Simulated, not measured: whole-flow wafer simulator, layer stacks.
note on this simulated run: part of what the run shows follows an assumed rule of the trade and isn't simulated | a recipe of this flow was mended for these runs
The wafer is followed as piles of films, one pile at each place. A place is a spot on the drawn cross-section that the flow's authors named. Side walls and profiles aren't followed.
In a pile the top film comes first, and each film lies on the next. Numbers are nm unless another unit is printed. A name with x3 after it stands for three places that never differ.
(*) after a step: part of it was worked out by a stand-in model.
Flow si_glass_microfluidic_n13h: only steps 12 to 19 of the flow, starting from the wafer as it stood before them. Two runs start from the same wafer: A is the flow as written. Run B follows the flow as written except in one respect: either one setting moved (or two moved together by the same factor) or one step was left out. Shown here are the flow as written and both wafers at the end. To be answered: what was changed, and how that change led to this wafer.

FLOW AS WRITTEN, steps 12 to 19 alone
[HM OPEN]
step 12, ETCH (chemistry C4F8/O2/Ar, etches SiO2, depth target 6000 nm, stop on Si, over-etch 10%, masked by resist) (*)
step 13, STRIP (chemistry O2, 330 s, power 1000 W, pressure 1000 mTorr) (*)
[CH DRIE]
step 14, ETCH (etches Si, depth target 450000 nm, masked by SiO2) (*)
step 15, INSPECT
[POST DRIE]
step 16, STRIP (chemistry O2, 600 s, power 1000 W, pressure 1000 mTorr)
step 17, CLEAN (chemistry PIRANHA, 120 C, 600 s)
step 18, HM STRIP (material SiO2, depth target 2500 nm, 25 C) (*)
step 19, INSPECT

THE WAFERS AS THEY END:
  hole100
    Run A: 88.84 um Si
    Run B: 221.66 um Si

The reason: step 12, ETCH: depth target 4650 nm was run, whereas the flow has depth target 6000 nm.

How this came from the change, step by step:
  step 12, ETCH (chemistry C4F8/O2/Ar, etches SiO2, depth target 6000 nm, stop on Si, over-etch 10%, masked by resist) (*)
      hole100: A SiO2 loses 6000 (all of it), Si loses 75 | B SiO2 loses 5115
      land: A thick-i-line-resist loses 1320 | B thick-i-line-resist loses 1023
  step 13, STRIP (chemistry O2, 330 s, power 1000 W, pressure 1000 mTorr) (*)
      hole100: A chemical SiO2 gains 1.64 (new film), Si loses 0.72 | B nothing
      land: A thick-i-line-resist loses 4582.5 (all of it) | B thick-i-line-resist loses 4879.5 (all of it)
  step 14, ETCH (etches Si, depth target 450000 nm, masked by SiO2) (*)
      hole100: A chemical SiO2 loses 1.64 (all of it), Si loses 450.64 um | B SiO2 loses 885 (all of it), Si loses 317.89 um
